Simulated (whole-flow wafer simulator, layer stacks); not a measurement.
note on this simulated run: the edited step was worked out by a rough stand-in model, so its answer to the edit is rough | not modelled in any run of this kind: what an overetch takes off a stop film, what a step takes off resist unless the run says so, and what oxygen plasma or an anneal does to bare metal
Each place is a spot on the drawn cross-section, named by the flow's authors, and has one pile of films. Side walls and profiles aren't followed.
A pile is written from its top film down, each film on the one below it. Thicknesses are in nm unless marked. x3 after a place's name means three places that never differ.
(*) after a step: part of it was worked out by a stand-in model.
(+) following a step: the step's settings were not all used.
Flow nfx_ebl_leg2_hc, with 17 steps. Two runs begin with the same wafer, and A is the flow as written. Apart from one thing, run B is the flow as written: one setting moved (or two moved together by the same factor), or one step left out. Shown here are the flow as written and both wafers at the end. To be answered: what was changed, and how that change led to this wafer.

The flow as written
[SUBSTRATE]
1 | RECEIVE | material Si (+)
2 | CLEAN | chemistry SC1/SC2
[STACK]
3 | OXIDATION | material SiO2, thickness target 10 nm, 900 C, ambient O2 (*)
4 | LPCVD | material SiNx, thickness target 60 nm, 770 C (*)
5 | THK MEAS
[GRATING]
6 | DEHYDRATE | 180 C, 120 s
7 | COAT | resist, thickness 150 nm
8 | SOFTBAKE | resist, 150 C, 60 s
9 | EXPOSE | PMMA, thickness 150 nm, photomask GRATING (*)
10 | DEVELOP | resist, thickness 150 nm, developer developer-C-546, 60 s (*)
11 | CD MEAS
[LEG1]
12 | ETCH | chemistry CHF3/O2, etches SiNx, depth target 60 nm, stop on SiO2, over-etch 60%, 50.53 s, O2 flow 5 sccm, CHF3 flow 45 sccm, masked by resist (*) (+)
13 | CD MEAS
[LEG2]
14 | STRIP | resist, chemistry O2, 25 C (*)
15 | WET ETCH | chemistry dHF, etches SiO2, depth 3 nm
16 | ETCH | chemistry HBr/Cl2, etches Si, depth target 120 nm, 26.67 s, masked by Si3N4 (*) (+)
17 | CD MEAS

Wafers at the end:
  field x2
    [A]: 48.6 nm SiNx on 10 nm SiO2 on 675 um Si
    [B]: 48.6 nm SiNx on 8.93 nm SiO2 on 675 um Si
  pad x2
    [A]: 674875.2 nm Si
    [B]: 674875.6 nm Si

Cause: step 3, OXIDATION: 888 C was run, whereas the flow has 900 C.

Step by step, how the change led to this:
  3 | OXIDATION | material SiO2, thickness target 10 nm, 900 C, ambient O2 (*)
      field x2, pad x2: A +10 SiO2 (new film), -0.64 chemical SiO2 (all of it), -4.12 Si | B +8.93 SiO2 (new film), -0.64 chemical SiO2 (all of it), -3.64 Si
  12 | ETCH | chemistry CHF3/O2, etches SiNx, depth target 60 nm, stop on SiO2, over-etch 60%, 50.53 s, O2 flow 5 sccm, CHF3 flow 45 sccm, masked by resist (*) (+)
      pad x2: A -60 SiNx (all of it), -10 SiO2 (all of it) | B -60 SiNx (all of it), -8.93 SiO2 (all of it)
